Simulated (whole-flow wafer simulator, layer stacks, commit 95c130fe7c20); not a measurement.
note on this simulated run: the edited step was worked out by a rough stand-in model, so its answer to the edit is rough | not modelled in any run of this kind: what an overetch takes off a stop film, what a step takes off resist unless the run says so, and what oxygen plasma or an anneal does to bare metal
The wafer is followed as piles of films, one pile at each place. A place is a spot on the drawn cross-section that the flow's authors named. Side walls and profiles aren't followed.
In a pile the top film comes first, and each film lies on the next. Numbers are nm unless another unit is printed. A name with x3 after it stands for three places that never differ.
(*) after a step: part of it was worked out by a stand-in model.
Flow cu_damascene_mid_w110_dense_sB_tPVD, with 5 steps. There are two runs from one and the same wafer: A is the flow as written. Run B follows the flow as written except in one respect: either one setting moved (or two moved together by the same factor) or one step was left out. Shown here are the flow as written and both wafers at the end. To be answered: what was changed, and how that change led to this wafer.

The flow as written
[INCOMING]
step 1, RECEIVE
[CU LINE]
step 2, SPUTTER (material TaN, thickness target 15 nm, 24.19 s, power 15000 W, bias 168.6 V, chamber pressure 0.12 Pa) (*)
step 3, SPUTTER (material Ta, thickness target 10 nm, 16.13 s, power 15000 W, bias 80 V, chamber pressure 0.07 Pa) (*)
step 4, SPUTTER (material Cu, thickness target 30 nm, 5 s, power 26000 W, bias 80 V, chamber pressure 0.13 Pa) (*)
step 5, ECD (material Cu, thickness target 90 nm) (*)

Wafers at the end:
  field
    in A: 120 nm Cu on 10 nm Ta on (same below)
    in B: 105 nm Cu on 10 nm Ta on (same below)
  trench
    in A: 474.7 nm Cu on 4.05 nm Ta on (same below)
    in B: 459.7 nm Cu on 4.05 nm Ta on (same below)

The reason: step 4, SPUTTER: thickness target 15 nm was run, while the flow as written has thickness target 30 nm; step 4, SPUTTER: 2.5 s was run, where the flow has 5 s.

Step by step, how the change led to this:
  step 4, SPUTTER (material Cu, thickness target 30 nm, 5 s, power 26000 W, bias 80 V, chamber pressure 0.13 Pa) (*)
      field: A +30 Cu (new film) | B +15 Cu (new film)
      trench: A +12.5 Cu (new film) | B +6.24 Cu (new film)
